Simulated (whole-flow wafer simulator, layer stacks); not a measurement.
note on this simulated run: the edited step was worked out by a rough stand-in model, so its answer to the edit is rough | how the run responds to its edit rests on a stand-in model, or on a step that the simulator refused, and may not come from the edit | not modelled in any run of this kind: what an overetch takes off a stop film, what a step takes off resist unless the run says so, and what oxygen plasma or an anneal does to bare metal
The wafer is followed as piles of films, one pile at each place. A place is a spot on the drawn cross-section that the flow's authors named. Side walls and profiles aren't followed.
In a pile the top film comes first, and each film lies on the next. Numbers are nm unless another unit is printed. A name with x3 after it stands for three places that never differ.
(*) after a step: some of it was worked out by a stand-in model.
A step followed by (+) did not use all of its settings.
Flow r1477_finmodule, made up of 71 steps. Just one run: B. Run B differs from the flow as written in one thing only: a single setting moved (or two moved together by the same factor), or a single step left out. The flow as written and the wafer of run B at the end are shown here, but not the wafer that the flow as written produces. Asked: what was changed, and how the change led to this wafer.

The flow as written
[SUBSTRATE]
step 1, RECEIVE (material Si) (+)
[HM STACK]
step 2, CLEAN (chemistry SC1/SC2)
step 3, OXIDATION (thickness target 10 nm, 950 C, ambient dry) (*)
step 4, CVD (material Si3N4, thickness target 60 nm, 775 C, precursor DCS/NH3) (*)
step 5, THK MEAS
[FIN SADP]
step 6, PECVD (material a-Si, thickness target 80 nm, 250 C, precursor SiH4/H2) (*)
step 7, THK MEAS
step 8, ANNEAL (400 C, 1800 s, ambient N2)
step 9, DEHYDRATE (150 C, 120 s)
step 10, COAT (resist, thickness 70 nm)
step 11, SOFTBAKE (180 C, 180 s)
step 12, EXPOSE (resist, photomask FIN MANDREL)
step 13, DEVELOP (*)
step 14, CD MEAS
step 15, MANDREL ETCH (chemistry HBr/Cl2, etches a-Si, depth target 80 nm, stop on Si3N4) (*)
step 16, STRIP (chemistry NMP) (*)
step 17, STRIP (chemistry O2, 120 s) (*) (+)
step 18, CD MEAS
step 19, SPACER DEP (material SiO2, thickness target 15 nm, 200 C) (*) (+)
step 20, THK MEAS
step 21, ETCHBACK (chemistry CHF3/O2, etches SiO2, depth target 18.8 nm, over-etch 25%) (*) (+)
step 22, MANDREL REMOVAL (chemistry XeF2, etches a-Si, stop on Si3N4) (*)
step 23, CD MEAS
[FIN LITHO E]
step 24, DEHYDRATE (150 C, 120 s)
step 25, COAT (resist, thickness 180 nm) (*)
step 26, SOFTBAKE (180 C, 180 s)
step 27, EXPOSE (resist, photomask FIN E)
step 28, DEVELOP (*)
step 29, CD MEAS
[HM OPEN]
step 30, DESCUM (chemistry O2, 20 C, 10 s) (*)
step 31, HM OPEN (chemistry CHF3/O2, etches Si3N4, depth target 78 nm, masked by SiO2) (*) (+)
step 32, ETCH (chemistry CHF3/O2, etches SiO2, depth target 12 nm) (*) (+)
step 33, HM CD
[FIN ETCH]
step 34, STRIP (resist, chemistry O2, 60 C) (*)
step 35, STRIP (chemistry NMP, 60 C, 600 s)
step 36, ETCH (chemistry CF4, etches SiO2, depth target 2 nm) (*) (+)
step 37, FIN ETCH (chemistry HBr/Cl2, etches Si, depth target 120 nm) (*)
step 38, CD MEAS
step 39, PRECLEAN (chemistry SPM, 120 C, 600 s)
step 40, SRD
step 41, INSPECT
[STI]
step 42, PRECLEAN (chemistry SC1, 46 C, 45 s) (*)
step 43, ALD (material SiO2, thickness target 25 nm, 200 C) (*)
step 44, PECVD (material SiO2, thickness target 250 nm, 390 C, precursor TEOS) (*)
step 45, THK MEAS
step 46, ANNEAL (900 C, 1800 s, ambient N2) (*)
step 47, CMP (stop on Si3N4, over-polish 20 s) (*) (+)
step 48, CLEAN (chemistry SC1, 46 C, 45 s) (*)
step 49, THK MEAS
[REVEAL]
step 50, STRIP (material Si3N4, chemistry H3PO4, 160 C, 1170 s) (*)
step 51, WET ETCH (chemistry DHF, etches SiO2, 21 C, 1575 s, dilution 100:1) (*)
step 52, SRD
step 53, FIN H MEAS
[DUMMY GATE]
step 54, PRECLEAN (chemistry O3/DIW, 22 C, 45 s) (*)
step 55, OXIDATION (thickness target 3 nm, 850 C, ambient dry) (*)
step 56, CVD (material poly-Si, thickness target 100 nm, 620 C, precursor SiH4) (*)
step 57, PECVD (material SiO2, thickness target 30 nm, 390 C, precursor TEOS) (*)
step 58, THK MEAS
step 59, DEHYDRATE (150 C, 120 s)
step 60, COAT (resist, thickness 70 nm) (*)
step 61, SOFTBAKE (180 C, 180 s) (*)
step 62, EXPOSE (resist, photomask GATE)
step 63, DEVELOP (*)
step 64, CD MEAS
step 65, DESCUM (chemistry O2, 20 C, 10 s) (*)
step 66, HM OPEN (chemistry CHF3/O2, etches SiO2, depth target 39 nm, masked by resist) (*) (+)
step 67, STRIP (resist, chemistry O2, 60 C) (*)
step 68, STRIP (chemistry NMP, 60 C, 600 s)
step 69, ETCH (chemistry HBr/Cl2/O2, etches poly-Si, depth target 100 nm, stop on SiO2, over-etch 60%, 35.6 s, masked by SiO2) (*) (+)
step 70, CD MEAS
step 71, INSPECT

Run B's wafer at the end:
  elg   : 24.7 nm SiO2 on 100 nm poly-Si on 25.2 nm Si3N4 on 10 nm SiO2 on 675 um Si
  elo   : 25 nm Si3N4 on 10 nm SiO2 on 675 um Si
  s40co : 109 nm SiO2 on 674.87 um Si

What caused this: step 21, ETCHBACK: depth target 26.3 nm was run, while the flow as written has depth target 18.8 nm.

Step by step, how the change led to this:
  step 21, ETCHBACK (chemistry CHF3/O2, etches SiO2, depth target 18.8 nm, over-etch 25%) (*) (+)
      pad, padg, elg and 21 more: -15 SiO2 (all of it), -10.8 Si3N4 (as written it would have been: -15 SiO2 (all of it), -3.62 Si3N4)
      s40cg, s45cg, s50cg, s40co, s45co, s50co: -15.4 SiO2 (all of it), -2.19 a-Si (as written it would have been: -15.4 SiO2 (all of it), -0.69 a-Si)
      (as well as at 6 more places)
  step 25, COAT (resist, thickness 180 nm) (*)
      s40cg, s40co: +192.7 resist (new film) (as written it would have been: +197.6 resist (new film))
      s40sg_line, s40so_line: +123.8 resist (new film) (as written it would have been: +121.2 resist (new film))
      (as well as at 8 more places)
  step 28, DEVELOP (*)
      s40cg, s40co: -192.7 resist (all of it) (as written it would have been: -197.6 resist (all of it))
      s40sg_line, s40so_line: -123.8 resist (all of it) (as written it would have been: -121.2 resist (all of it))
      (as well as at 8 more places)
  step 31, HM OPEN (chemistry CHF3/O2, etches Si3N4, depth target 78 nm, masked by SiO2) (*) (+)
      pad, padg, esg and 13 more: -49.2 Si3N4 (all of it), -10 SiO2 (all of it) (as written it would have been: -56.4 Si3N4 (all of it), -10 SiO2 (all of it))
      elg, e40lg, e100lg, e200lg, elo, e40lo, e100lo, e200lo: -73.9 resist (as written it would have been: -78 resist)
      (as well as at 12 more places)
  step 32, ETCH (chemistry CHF3/O2, etches SiO2, depth target 12 nm) (*) (+)
      s40cg, s45cg, s50cg, s40co, s45co, s50co: -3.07 SiO2 (all of it), -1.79 Si (as written it would have been: -1 SiO2 (all of it), -2.2 Si)
  step 34, STRIP (resist, chemistry O2, 60 C) (*)
      elg, e40lg, e100lg, e200lg, elo, e40lo, e100lo, e200lo: -77.9 resist (all of it) (as written it would have been: -73.8 resist (all of it))
  step 43, ALD (material SiO2, thickness target 25 nm, 200 C) (*)
      s40cg, s45cg, s50cg, s40co, s45co, s50co: +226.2 SiO2 (new film) (as written it would have been: +232.1 SiO2 (new film))
      esg: +187.1 SiO2 (new film) (as written it would have been: +194.3 SiO2 (new film))
  step 47, CMP (stop on Si3N4, over-polish 20 s) (*) (+)
      elg, esg, e40lg and 6 more: -234.5 SiO2 (as written it would have been: -241.6 SiO2)
  step 51, WET ETCH (chemistry DHF, etches SiO2, 21 C, 1575 s, dilution 100:1) (*)
      elg, e40lg, e100lg, e200lg, elo, e40lo, e100lo, e200lo: -25 SiO2 (all of it), -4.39 Si3N4 (as written it would have been: -17.8 SiO2 (all of it), -4.97 Si3N4)
  step 56, CVD (material poly-Si, thickness target 100 nm, 620 C, precursor SiH4) (*)
      esg: +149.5 poly-Si (new film) (as written it would have been: +156 poly-Si (new film))
  step 60, COAT (resist, thickness 70 nm) (*)
      e40sg, eso, e40so: +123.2 resist (new film) (as written it would have been: +129.5 resist (new film))
      e100sg, e100so: +123.2 resist (new film) (as written it would have been: +129.4 resist (new film))
      (as well as at 2 more places)
  step 63, DEVELOP (*)
      eso, e40so: -123.2 resist (all of it) (as written it would have been: -129.5 resist (all of it))
      e100so: -123.2 resist (all of it) (as written it would have been: -129.4 resist (all of it))
      (as well as at 1 more place)
  step 67, STRIP (resist, chemistry O2, 60 C) (*)
      e40sg: -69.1 resist (all of it) (as written it would have been: -75.4 resist (all of it))
      e100sg: -69.1 resist (all of it) (as written it would have been: -75.3 resist (all of it))
      (as well as at 1 more place)
